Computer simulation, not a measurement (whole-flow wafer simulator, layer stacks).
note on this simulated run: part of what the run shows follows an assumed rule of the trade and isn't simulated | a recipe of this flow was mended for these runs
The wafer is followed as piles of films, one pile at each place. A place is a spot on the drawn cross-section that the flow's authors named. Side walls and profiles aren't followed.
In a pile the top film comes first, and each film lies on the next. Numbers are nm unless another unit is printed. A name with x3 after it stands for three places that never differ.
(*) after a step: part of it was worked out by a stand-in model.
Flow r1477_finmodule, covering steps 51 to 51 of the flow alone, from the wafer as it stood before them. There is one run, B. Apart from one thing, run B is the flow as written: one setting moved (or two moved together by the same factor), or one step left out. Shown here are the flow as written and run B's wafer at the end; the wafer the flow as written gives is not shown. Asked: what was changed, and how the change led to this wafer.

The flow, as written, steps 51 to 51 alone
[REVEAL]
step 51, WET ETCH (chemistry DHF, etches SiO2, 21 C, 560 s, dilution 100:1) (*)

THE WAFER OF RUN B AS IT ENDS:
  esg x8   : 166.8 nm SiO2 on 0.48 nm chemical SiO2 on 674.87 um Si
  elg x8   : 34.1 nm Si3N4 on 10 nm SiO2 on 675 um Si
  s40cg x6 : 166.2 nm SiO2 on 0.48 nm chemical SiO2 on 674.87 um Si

Cause: step 51, WET ETCH: 16.8 C was run, whereas the flow has 21 C.

How this came from the change, step by step:
  step 51, WET ETCH (chemistry DHF, etches SiO2, 21 C, 560 s, dilution 100:1) (*)
      esg x8, s40cg x6, s40sg x6: -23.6 SiO2 (in the flow as written it would be: -28.1 SiO2)
      pad x2: -25.6 SiO2 (in the flow as written it would be: -30.5 SiO2)
